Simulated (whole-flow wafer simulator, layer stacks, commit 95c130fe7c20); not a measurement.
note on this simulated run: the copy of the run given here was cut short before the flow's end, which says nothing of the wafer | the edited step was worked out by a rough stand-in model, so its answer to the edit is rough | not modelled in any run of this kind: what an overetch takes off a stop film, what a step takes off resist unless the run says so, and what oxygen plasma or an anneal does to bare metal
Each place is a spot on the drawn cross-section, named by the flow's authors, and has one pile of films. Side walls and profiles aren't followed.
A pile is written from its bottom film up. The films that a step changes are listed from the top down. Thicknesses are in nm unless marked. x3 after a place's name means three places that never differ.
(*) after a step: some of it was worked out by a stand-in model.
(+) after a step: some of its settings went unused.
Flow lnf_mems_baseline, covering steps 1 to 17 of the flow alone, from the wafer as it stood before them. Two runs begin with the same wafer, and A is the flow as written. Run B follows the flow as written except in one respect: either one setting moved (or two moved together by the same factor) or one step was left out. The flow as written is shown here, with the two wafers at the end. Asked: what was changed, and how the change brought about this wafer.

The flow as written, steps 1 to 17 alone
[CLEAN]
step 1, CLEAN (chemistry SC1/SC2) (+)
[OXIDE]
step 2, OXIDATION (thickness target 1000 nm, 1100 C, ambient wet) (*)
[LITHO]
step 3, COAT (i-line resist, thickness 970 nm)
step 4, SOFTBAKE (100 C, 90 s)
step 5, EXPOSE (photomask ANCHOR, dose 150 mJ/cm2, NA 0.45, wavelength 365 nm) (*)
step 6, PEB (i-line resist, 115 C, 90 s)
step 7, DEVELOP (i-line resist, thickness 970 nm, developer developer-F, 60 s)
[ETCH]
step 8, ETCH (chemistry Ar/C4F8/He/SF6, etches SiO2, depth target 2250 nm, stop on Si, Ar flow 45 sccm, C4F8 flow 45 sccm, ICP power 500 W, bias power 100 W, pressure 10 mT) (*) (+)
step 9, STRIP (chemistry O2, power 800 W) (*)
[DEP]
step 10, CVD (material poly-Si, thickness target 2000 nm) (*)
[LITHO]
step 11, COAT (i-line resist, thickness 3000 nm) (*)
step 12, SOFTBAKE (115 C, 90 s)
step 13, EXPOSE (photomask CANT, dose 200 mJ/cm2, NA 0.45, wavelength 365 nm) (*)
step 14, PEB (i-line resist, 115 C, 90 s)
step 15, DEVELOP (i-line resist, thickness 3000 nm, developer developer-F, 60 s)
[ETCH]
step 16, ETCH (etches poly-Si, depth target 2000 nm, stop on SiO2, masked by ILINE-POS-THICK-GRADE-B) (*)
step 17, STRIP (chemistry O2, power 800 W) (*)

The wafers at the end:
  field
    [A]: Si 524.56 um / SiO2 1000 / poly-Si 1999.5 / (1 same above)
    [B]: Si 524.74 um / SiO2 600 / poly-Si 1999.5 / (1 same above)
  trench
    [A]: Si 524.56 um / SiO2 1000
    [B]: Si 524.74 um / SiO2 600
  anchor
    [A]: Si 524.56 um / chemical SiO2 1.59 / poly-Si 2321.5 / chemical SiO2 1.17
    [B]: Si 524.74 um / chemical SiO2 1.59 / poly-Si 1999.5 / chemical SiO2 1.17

The reason: step 2, OXIDATION: thickness target 600 nm was run, while the flow as written has thickness target 1000 nm.
The wafer lets one read it off: field has SiO2 600, and step 2 as written asks for 1000 nm.

Step by step, how the change led to this:
  step 2, OXIDATION (thickness target 1000 nm, 1100 C, ambient wet) (*)
      field, anchor, beam, trench, char_slit: A +1000 SiO2 (new film), -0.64 chemical SiO2 (all of it), -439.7 Si | B +600 SiO2 (new film), -0.64 chemical SiO2 (all of it), -263.7 Si
  step 8, ETCH (chemistry Ar/C4F8/He/SF6, etches SiO2, depth target 2250 nm, stop on Si, Ar flow 45 sccm, C4F8 flow 45 sccm, ICP power 500 W, bias power 100 W, pressure 10 mT) (*) (+)
      field, beam, trench, char_slit: A -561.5 i-line resist | B -361.5 i-line resist
      anchor: A -1000 SiO2 (all of it) | B -600 SiO2 (all of it)
  step 9, STRIP (chemistry O2, power 800 W) (*)
      field, beam, trench, char_slit: A -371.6 i-line resist (all of it) | B -571.6 i-line resist (all of it)
  step 10, CVD (material poly-Si, thickness target 2000 nm) (*)
      anchor: A +2322 poly-Si (new film) | B +2000 poly-Si (new film)
  step 11, COAT (i-line resist, thickness 3000 nm) (*)
      anchor: A +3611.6 i-line resist (new film) | B +3534.1 i-line resist (new film)
  step 14, PEB (i-line resist, 115 C, 90 s)
      anchor: A -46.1 i-line resist | B -44.7 i-line resist
  step 17, STRIP (chemistry O2, power 800 W) (*)
      anchor: A +1.17 chemical SiO2 (new film), -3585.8 i-line resist (all of it), -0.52 poly-Si | B +1.17 chemical SiO2 (new film), -3509.2 i-line resist (all of it), -0.51 poly-Si
